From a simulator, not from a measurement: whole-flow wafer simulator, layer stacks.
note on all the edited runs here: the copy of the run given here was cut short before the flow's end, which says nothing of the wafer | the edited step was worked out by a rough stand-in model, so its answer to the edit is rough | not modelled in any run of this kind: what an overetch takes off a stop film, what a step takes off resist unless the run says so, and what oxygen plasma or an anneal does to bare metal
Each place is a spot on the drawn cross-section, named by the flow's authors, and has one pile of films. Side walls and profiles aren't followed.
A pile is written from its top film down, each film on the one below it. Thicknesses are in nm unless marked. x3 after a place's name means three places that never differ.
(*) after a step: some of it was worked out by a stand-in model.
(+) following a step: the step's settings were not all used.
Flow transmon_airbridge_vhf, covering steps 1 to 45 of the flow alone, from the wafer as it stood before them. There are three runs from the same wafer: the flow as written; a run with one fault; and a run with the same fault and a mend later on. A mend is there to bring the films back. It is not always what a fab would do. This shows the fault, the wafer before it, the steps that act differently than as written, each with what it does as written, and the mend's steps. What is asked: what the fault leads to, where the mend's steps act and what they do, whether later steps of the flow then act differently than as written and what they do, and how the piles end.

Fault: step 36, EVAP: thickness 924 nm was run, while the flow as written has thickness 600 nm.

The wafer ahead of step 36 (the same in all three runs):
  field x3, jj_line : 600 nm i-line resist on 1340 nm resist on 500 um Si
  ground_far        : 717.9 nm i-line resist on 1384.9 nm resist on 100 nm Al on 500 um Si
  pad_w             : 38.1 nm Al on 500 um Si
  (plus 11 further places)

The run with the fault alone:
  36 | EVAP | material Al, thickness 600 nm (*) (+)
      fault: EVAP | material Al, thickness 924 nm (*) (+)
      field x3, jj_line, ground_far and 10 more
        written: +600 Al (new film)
        fault: +924 Al (new film)
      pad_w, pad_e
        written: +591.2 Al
        fault: +910.5 Al
  Steps further on in the flow that do not act as written:
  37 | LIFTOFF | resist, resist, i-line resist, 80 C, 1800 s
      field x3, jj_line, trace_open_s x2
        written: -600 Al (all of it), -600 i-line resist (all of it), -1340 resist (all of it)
        fault: -924 Al (all of it), -600 i-line resist (all of it), -1340 resist (all of it)
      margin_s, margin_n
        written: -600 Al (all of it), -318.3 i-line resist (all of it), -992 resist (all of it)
        fault: -924 Al (all of it), -318.3 i-line resist (all of it), -992 resist (all of it)
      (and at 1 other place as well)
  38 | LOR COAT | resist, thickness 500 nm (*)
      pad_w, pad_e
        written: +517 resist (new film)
        fault: +495.8 resist (new film)
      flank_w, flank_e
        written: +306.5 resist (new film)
        fault: +298.5 resist (new film)
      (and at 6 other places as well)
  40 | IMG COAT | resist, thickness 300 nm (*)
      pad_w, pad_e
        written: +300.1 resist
        fault: +287.1 resist
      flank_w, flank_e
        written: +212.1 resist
        fault: +201.7 resist
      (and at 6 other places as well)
  At pad_w, flank_w, gap_w and 7 more, the piles at the end differ from the flow's by more than 2% or 0.5 nm, whichever is larger.
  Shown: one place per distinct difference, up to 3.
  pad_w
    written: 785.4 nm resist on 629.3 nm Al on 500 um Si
    fault: 751 nm resist on 948.6 nm Al on 500 um Si
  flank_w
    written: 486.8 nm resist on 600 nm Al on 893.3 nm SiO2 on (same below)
    fault: 468.4 nm resist on 924 nm Al on 893.3 nm SiO2 on (same below)
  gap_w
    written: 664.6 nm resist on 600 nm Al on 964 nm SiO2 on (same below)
    fault: 640.7 nm resist on 924 nm Al on 964 nm SiO2 on (same below)

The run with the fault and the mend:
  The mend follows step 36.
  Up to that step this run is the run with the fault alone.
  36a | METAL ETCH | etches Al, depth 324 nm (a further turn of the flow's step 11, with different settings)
      field x3, jj_line, ground_far and 12 more
        -324 Al
  Later steps of the flow that are run all act as written at every place that is followed, up to a difference of at most 2% or 0.5 nm, whichever is larger.
  The piles end only slightly different from the flow's at the places that both follow, by no more than 2% or 0.5 nm, whichever is larger.
